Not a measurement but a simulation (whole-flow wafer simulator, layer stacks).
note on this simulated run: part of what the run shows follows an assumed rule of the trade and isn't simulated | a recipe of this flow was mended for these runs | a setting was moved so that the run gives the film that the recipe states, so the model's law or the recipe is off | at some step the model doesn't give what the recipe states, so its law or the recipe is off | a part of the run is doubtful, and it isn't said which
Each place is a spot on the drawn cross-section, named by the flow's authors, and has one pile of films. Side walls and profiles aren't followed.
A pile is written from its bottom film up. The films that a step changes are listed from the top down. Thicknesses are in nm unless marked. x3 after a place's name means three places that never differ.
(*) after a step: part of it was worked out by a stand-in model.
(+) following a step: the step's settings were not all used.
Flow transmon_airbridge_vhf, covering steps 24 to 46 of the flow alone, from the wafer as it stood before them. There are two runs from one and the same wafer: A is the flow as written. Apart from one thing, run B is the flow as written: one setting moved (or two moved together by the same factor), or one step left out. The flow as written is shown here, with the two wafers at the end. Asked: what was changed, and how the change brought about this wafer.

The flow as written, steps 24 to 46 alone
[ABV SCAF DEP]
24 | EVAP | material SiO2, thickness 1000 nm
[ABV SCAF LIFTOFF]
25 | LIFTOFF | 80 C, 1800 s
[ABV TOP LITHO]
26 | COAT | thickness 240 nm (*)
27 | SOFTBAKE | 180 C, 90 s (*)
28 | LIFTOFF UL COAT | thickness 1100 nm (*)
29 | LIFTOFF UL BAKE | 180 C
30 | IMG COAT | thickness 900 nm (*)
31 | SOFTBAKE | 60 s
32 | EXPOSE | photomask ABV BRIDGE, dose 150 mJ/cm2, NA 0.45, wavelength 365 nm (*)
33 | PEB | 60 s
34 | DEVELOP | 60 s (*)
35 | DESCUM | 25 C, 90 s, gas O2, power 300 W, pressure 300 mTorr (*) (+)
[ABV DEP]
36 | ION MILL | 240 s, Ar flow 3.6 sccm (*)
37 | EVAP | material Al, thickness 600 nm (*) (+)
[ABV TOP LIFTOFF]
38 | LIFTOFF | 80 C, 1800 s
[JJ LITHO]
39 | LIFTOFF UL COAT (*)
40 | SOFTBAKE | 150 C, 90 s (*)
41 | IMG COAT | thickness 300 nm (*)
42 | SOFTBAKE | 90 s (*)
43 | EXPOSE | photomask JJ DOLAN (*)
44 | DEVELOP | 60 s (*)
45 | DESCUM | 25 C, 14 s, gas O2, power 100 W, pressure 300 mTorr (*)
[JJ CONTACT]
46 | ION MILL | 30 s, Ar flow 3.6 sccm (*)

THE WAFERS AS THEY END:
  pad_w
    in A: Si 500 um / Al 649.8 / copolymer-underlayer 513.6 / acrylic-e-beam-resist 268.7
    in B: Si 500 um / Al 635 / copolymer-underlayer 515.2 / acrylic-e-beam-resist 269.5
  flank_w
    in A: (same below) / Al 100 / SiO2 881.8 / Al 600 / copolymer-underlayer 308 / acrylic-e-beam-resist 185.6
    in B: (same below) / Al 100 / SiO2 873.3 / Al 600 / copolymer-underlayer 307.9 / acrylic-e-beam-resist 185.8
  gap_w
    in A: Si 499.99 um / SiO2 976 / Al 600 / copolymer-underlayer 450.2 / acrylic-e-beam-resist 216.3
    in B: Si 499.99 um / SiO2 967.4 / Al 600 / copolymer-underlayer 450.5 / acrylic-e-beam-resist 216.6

The reason: step 36, ION MILL: 326 s was run, while the flow as written has 240 s.

How this came from the change, step by step:
  36 | ION MILL | 240 s, Ar flow 3.6 sccm (*)
      field x3, jj_line, ground_far, trace_open_s x2, margin_s, margin_n: A -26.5 i-line-resist | B -36 i-line-resist
      flank_w, gap_w, cpw_trace, gap_e, flank_e, bridge_strip: A -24 SiO2 | B -32.6 SiO2
      (also at 2 further places)
  38 | LIFTOFF | 80 C, 1800 s
      margin_s, margin_n: A -600 Al (all of it), -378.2 i-line-resist (all of it), -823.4 lift-off-underlayer (all of it), -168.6 acrylic-e-beam-resist (all of it) | B -600 Al (all of it), -368.8 i-line-resist (all of it), -823.4 lift-off-underlayer (all of it), -168.6 acrylic-e-beam-resist (all of it)
